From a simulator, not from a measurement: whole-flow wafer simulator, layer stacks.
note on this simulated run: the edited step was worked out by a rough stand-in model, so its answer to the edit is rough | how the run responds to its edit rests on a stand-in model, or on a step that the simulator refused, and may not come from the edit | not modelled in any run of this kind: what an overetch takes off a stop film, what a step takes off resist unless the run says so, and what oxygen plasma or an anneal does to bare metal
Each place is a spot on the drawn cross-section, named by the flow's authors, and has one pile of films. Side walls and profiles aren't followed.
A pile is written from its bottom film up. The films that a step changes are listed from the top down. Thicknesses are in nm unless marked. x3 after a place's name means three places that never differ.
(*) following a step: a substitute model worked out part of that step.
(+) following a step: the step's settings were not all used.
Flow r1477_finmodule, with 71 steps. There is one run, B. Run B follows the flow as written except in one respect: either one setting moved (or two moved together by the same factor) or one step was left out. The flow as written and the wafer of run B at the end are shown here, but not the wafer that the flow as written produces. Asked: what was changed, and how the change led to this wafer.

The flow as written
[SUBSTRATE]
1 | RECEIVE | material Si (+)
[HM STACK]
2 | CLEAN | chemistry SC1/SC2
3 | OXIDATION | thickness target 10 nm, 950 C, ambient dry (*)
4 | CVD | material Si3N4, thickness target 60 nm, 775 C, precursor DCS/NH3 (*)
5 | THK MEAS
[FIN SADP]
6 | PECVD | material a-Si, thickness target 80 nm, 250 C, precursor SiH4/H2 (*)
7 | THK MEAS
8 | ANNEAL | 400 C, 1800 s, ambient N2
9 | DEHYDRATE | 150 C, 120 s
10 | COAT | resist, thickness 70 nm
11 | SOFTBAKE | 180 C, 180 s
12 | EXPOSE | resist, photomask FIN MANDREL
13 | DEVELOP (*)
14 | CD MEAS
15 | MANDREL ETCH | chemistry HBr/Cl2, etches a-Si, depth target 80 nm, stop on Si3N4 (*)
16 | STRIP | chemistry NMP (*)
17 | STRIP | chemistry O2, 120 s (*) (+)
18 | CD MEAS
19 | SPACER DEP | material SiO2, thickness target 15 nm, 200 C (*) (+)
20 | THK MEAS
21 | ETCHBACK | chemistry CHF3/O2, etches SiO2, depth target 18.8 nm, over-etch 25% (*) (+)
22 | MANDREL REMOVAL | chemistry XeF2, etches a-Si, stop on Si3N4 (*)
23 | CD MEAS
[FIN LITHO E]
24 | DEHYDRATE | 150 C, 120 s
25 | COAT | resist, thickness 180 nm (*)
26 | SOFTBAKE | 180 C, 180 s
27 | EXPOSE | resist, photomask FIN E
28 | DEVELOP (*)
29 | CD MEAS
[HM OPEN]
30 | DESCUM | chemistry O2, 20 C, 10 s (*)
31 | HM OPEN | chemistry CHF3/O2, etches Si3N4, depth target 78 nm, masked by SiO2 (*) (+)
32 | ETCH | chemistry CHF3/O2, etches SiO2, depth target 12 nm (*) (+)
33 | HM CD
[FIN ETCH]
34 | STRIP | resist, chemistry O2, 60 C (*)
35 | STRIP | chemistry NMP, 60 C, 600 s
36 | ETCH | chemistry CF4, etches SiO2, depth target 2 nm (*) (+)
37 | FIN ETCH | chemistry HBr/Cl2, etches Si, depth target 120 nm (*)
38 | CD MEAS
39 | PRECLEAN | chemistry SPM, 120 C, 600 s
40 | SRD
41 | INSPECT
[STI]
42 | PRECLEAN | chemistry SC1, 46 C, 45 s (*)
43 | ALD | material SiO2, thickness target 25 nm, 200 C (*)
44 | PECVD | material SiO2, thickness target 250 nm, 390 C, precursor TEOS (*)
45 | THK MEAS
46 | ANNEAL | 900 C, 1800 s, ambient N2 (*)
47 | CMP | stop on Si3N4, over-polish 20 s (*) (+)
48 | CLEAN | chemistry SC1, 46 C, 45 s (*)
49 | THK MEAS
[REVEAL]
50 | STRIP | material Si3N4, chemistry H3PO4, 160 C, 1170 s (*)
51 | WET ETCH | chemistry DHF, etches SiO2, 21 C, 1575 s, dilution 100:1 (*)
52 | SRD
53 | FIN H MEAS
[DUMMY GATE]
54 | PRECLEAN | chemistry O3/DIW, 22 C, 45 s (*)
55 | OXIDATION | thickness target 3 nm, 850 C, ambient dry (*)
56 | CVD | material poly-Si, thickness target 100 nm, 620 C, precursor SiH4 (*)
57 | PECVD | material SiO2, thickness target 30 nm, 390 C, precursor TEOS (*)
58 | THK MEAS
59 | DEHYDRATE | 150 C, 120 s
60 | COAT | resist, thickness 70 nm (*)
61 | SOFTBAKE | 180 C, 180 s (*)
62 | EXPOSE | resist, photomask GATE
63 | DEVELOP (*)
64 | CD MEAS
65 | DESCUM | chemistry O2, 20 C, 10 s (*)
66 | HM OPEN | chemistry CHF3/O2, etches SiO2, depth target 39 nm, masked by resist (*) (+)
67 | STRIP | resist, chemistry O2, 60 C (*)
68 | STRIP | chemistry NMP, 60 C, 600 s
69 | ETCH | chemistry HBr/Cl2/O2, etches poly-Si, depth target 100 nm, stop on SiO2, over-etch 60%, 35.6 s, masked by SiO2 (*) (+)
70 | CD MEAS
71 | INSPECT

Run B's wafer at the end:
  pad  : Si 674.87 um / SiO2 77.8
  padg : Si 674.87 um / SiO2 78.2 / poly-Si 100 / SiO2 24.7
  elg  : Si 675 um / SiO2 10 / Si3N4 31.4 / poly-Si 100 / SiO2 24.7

Cause: step 46, ANNEAL: 832 C was run, whereas the flow has 900 C.

Step by step, how the change led to this:
  50 | STRIP | material Si3N4, chemistry H3PO4, 160 C, 1170 s (*)
      pad, padg, e40sg and 12 more: -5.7 SiO2 (as written it would have been: -4.28 SiO2)
      elg, esg, e40lg and 12 more: -5.26 SiO2 (as written it would have been: -4.28 SiO2)
  51 | WET ETCH | chemistry DHF, etches SiO2, 21 C, 1575 s, dilution 100:1 (*)
      pad, padg, e40sg and 12 more: -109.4 SiO2 (as written it would have been: -85.7 SiO2)
      elg, e40lg, e100lg, e200lg, elo, e40lo, e100lo, e200lo: -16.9 SiO2 (all of it), -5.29 Si3N4 (as written it would have been: -17.8 SiO2 (all of it), -4.97 Si3N4)
      (and at 7 other places as well)
  56 | CVD | material poly-Si, thickness target 100 nm, 620 C, precursor SiH4 (*)
      s40cg, s40co: +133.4 poly-Si (new film) (as written it would have been: +113.9 poly-Si (new film))
      s45cg, s45co: +133.4 poly-Si (new film) (as written it would have been: +113.4 poly-Si (new film))
      (and at 3 other places as well)
  60 | COAT | resist, thickness 70 nm (*)
      e40sg, eso, e40so: +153 resist (new film) (as written it would have been: +129.5 resist (new film))
      e100sg, e100so: +152.9 resist (new film) (as written it would have been: +129.4 resist (new film))
      (and at 14 other places as well)
  63 | DEVELOP (*)
      eso, e40so: -153 resist (all of it) (as written it would have been: -129.5 resist (all of it))
      e100so: -152.9 resist (all of it) (as written it would have been: -129.4 resist (all of it))
      (and at 7 other places as well)
  67 | STRIP | resist, chemistry O2, 60 C (*)
      e40lg, e100lg: -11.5 resist (all of it) (as written it would have been: -12.8 resist (all of it))
      e40sg: -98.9 resist (all of it) (as written it would have been: -75.4 resist (all of it))
      (and at 9 other places as well)
  69 | ETCH | chemistry HBr/Cl2/O2, etches poly-Si, depth target 100 nm, stop on SiO2, over-etch 60%, 35.6 s, masked by SiO2 (*) (+)
      s40co: -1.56 chemical SiO2 (all of it), -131 poly-Si (all of it), -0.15 SiO2 (as written it would have been: -1.46 chemical SiO2 (all of it), -111.5 poly-Si (all of it), -0.24 SiO2)
      s45co: -1.56 chemical SiO2 (all of it), -131 poly-Si (all of it), -0.15 SiO2 (as written it would have been: -1.46 chemical SiO2 (all of it), -110.9 poly-Si (all of it), -0.25 SiO2)
      (and at 1 other place as well)
